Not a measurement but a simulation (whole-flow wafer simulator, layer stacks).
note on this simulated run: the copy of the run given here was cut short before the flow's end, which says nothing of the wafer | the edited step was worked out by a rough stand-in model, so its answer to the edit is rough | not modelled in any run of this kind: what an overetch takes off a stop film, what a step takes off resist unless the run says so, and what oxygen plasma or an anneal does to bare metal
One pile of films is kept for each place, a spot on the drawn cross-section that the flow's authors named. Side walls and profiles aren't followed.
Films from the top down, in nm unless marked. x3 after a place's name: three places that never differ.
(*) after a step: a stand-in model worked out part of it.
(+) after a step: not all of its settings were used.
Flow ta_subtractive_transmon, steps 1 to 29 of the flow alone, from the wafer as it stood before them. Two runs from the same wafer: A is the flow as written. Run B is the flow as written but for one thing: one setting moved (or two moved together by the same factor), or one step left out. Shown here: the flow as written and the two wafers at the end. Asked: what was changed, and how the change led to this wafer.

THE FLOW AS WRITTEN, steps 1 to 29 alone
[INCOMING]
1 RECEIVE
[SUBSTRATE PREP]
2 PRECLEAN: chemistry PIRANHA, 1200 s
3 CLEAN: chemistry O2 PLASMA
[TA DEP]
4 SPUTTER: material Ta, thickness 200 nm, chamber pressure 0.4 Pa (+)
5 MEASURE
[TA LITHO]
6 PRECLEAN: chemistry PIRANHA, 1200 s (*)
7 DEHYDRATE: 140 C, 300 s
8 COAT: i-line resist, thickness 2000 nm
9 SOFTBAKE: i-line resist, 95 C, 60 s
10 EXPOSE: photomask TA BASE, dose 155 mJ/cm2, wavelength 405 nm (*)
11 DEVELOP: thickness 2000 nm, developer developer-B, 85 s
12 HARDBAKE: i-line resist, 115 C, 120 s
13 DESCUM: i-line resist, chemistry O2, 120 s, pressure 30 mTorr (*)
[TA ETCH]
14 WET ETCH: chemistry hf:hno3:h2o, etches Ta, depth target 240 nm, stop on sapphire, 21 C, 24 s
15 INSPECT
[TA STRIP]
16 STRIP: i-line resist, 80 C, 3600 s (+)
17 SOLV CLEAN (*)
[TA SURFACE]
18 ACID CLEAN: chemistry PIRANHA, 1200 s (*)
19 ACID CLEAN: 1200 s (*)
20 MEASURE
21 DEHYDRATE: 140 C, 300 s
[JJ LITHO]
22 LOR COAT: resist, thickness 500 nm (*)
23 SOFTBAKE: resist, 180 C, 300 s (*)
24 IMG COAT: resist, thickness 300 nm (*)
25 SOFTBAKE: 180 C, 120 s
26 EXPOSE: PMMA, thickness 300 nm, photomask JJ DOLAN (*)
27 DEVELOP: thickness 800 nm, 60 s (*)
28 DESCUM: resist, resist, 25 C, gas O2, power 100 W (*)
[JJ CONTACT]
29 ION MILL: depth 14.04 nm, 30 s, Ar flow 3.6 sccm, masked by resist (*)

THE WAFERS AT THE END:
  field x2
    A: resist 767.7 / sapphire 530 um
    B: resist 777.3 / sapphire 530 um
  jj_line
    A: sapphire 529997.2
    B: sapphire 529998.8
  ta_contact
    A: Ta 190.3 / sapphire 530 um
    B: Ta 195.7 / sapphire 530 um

The cause: step 29, ION MILL: 12.8 s was run, where the flow has 30 s.

How the change led to this, step by step:
  29 ION MILL: depth 14.04 nm, 30 s, Ar flow 3.6 sccm, masked by resist (*)
      field x2, ta_pad: A resist -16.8 | B resist -7.16
      jj_line, lead: A sapphire -2.8 | B sapphire -1.19
      (and at 1 more place)
